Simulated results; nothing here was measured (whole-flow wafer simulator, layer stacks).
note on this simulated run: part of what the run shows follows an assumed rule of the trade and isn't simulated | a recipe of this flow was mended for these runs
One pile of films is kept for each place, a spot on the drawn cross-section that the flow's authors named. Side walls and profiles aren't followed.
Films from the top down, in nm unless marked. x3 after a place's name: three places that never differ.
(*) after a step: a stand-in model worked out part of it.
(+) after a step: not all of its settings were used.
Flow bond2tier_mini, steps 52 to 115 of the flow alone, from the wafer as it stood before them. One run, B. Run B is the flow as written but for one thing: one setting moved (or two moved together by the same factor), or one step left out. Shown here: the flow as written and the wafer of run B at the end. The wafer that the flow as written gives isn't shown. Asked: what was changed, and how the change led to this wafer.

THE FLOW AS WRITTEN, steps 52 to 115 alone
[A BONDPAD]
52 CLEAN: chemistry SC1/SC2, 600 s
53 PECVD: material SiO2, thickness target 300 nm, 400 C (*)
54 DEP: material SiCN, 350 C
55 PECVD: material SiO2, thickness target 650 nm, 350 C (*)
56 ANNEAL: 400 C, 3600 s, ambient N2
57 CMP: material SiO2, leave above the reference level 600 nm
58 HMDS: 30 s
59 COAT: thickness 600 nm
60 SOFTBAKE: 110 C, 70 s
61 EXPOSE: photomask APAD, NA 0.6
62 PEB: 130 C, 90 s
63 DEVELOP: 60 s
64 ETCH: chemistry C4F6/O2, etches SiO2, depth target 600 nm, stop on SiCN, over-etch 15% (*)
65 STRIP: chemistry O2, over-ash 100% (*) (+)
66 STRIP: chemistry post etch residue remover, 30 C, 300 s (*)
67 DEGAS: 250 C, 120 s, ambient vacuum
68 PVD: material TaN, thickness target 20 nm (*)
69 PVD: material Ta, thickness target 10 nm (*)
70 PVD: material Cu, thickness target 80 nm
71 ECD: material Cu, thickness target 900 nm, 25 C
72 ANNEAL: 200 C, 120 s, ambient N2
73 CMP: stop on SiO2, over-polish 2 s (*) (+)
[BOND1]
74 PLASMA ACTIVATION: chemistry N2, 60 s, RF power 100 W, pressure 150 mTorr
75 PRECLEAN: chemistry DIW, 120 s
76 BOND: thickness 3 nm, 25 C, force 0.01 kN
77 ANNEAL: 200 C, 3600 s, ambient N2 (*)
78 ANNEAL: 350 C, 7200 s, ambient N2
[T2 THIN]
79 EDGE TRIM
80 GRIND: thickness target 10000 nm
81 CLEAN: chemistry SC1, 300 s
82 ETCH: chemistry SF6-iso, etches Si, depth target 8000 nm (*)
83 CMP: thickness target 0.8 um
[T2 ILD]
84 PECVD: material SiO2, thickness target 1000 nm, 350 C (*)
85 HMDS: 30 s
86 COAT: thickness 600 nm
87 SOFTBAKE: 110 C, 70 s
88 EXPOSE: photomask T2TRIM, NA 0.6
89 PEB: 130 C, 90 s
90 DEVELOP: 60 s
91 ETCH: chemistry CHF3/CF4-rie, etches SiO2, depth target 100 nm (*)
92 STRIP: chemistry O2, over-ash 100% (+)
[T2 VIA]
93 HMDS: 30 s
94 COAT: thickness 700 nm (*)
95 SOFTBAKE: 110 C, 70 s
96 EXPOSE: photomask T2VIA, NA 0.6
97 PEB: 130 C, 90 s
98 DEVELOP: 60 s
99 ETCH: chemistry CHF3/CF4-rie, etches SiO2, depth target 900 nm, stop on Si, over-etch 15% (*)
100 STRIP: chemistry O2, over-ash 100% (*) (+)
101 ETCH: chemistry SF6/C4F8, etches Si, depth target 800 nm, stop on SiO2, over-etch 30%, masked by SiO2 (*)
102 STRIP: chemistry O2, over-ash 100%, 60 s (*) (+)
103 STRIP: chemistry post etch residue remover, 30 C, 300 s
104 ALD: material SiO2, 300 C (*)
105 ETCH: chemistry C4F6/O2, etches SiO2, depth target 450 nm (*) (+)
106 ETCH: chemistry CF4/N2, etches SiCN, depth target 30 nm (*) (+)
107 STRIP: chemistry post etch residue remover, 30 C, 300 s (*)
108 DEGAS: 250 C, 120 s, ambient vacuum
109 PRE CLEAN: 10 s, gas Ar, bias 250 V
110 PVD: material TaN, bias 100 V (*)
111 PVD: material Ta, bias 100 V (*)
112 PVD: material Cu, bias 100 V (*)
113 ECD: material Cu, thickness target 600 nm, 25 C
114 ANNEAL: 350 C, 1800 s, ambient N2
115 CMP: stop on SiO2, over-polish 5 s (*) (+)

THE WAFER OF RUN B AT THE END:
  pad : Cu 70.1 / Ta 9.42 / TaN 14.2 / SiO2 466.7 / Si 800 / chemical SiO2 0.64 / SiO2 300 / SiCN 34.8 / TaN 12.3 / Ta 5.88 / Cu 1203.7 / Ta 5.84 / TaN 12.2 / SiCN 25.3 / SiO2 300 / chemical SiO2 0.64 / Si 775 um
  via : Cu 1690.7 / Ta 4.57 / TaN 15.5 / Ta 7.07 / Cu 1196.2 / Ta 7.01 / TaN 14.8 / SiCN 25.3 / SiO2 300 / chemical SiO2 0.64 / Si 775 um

The cause: step 64, ETCH: depth target 649.1 nm was run, where the flow has depth target 600 nm.

How the change led to this, step by step:
  64 ETCH: chemistry C4F6/O2, etches SiO2, depth target 600 nm, stop on SiCN, over-etch 15% (*)
      pad, via: SiO2 -600 (all of it), SiCN -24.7 (as written it would be: SiO2 -600 (all of it), SiCN -15.2)
      field: thick-KrF-resist -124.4 (as written it would be: thick-KrF-resist -115)
  65 STRIP: chemistry O2, over-ash 100% (*) (+)
      field: thick-KrF-resist -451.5 (all of it) (as written it would be: thick-KrF-resist -460.9 (all of it))
